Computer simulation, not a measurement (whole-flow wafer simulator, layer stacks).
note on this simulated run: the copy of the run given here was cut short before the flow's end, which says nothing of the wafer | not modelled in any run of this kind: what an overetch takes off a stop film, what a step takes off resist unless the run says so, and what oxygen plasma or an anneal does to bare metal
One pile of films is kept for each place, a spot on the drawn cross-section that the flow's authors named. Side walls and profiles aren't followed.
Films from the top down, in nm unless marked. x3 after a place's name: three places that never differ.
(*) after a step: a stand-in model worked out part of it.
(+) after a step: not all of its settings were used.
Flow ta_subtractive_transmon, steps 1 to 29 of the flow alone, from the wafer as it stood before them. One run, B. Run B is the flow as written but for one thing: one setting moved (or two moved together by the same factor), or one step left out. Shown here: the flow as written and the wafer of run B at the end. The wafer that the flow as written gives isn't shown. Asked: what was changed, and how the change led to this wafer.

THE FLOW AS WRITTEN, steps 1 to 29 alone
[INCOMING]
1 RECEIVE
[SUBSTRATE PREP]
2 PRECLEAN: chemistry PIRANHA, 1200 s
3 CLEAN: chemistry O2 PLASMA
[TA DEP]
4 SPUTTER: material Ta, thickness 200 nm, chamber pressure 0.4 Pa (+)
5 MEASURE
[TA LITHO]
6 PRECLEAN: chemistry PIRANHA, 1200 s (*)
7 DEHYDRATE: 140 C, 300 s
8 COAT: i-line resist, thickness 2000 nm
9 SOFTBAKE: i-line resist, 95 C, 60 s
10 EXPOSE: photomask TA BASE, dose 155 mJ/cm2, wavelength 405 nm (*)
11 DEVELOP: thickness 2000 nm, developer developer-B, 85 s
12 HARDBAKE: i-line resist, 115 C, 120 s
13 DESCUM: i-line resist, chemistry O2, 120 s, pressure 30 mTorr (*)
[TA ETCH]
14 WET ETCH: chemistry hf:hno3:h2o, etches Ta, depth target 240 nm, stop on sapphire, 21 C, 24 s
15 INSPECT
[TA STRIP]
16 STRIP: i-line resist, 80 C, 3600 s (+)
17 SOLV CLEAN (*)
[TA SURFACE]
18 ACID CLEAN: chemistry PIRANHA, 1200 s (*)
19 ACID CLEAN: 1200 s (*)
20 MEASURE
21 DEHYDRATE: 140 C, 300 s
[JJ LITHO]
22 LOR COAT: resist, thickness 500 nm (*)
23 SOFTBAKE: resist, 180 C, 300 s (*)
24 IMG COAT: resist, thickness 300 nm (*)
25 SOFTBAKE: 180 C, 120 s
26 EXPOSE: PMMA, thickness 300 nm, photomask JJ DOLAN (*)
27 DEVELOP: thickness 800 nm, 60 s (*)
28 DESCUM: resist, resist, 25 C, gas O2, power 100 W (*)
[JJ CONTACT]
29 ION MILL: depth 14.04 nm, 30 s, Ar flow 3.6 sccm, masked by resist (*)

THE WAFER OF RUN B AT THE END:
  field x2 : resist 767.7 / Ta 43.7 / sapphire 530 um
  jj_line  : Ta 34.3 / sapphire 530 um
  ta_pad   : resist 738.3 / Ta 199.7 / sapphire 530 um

The cause: step 14, WET ETCH: 15.6 s was run, where the flow has 24 s.

How the change led to this, step by step:
  14 WET ETCH: chemistry hf:hno3:h2o, etches Ta, depth target 240 nm, stop on sapphire, 21 C, 24 s
      field x2, jj_line, lead: Ta -156 (as written it would be: Ta -200 (all of it))
  22 LOR COAT: resist, thickness 500 nm (*)
      lead: resist +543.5 (new film) (as written it would be: resist +554.8 (new film))
      ta_contact: resist +455.2 (new film) (as written it would be: resist +443.8 (new film))
  29 ION MILL: depth 14.04 nm, 30 s, Ar flow 3.6 sccm, masked by resist (*)
      jj_line, lead: Ta -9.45 (as written it would be: sapphire -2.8)
Counting metal films that touch as one body, field x2 has 1 body; the flow as written gives 0 bodies.
Counting metal films that touch as one body, jj_line has 1 body; the flow as written gives 0 bodies.
